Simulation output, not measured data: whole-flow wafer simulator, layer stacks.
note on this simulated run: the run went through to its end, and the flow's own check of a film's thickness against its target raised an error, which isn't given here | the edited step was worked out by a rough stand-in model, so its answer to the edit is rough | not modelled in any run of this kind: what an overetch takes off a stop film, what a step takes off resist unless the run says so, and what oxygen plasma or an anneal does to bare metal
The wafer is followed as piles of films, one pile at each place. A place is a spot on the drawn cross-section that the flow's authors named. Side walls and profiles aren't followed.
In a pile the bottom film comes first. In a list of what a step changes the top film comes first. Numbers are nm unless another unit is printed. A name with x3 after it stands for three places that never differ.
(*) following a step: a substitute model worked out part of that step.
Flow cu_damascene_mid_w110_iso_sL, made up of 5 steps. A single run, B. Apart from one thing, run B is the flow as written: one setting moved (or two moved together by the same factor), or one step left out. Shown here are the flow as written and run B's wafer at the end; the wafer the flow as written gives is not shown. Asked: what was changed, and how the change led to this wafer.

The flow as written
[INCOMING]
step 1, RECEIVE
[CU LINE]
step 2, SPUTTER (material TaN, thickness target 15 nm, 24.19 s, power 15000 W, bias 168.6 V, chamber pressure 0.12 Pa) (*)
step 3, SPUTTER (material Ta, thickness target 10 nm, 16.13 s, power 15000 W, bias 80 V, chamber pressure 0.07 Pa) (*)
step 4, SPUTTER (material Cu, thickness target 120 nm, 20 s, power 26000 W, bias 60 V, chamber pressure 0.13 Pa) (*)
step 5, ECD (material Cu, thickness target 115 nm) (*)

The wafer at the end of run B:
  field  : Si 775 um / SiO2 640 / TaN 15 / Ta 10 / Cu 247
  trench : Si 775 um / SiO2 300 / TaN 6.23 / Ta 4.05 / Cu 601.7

Cause: step 4, SPUTTER: 22 s was run, while the flow as written has 20 s.

How this came from the change, step by step:
  step 4, SPUTTER (material Cu, thickness target 120 nm, 20 s, power 26000 W, bias 60 V, chamber pressure 0.13 Pa) (*)
      field: Cu gains 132 (new film) (in the flow as written it would be: Cu gains 120 (new film))
      trench: Cu gains 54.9 (new film) (in the flow as written it would be: Cu gains 49.9 (new film))
